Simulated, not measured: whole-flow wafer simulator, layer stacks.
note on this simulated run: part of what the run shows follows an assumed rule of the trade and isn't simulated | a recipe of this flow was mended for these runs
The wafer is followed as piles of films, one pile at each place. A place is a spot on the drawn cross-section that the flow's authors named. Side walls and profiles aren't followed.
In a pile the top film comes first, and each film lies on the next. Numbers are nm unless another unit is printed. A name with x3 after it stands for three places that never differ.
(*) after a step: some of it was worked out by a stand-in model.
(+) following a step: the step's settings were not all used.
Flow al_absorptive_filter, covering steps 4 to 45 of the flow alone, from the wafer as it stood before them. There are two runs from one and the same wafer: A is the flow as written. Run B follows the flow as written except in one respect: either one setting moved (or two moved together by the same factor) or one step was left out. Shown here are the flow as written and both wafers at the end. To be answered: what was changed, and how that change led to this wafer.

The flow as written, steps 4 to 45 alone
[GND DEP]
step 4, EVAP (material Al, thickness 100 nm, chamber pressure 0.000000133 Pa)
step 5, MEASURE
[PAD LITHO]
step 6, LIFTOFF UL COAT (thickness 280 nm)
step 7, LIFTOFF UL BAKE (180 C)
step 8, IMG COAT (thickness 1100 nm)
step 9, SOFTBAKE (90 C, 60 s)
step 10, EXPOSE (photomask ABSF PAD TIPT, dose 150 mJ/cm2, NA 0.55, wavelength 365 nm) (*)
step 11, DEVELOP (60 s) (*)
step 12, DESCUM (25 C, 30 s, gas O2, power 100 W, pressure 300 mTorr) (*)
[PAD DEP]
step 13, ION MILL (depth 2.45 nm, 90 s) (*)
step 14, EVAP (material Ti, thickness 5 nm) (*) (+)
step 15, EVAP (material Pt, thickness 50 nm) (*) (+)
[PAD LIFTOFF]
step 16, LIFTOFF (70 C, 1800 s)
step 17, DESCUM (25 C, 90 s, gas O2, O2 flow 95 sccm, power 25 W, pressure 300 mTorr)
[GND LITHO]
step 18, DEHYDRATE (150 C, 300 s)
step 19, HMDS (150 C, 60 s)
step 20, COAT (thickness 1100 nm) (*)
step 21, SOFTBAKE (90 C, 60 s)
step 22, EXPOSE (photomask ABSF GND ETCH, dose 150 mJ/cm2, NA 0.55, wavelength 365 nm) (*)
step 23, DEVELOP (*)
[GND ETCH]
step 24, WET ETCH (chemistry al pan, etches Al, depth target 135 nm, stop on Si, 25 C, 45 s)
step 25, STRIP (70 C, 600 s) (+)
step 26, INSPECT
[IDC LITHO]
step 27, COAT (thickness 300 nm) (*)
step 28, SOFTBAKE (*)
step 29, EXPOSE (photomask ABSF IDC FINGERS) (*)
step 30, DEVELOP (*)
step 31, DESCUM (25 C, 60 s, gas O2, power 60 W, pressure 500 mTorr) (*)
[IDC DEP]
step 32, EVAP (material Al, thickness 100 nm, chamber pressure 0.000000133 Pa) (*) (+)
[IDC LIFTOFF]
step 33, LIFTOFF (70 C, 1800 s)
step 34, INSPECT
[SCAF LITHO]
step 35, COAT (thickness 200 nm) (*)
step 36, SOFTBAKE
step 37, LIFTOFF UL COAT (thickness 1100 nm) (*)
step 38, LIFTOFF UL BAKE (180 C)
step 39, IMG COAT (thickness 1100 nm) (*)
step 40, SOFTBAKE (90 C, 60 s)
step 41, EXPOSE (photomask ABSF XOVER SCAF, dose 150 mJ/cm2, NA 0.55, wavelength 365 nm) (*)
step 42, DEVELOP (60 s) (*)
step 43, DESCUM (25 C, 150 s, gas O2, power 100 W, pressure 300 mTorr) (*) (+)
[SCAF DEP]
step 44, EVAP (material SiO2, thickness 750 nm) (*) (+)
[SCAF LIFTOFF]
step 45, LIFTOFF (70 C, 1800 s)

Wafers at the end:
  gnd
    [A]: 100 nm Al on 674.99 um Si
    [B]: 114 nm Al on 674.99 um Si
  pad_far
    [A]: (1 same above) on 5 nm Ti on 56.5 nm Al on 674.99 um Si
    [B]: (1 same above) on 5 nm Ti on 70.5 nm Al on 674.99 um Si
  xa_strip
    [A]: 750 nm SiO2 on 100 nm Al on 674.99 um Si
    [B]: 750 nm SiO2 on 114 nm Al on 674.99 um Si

What caused this: step 4, EVAP: thickness 114 nm was run, while the flow as written has thickness 100 nm.
The wafer itself shows it: gnd has Al 114, and step 4 as written asks for 100 nm.

The path from the change to this, step by step:
  step 4, EVAP (material Al, thickness 100 nm, chamber pressure 0.000000133 Pa)
      gnd, pad_far, pad_near and 11 more: A Al gains 100 (new film) | B Al gains 114 (new film)
  step 24, WET ETCH (chemistry al pan, etches Al, depth target 135 nm, stop on Si, 25 C, 45 s)
      res, xl_gap, idc_field, idc_line, idc_space: A Al loses 86.7 (all of it) | B Al loses 100.7 (all of it)
  step 27, COAT (thickness 300 nm) (*)
      xl_gap: A e-beam-resist gains 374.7 (new film) | B e-beam-resist gains 385.1 (new film)
  step 33, LIFTOFF (70 C, 1800 s)
      xl_gap: A Al loses 100 (all of it), e-beam-resist loses 365.7 (all of it) | B Al loses 100 (all of it), e-beam-resist loses 376.1 (all of it)
  step 35, COAT (thickness 200 nm) (*)
      ledge: A acrylic-e-beam-resist gains 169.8 (new film) | B acrylic-e-beam-resist gains 165.3 (new film)
      xl_gap: A acrylic-e-beam-resist gains 265.9 (new film) | B acrylic-e-beam-resist gains 274.9 (new film)
  step 43, DESCUM (25 C, 150 s, gas O2, power 100 W, pressure 300 mTorr) (*) (+)
      gnd, pad_far, pad_near and 7 more: A i-line-resist loses 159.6 | B i-line-resist loses 164.9
      xl_gap: A acrylic-e-beam-resist loses 265.9 (all of it) | B acrylic-e-beam-resist loses 274.9 (all of it)
  step 45, LIFTOFF (70 C, 1800 s)
      ledge: A SiO2 loses 750 (all of it), i-line-resist loses 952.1 (all of it), lift-off-underlayer loses 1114 (all of it), acrylic-e-beam-resist loses 169.8 (all of it) | B SiO2 loses 750 (all of it), i-line-resist loses 948.7 (all of it), lift-off-underlayer loses 1115.6 (all of it), acrylic-e-beam-resist loses 165.3 (all of it)
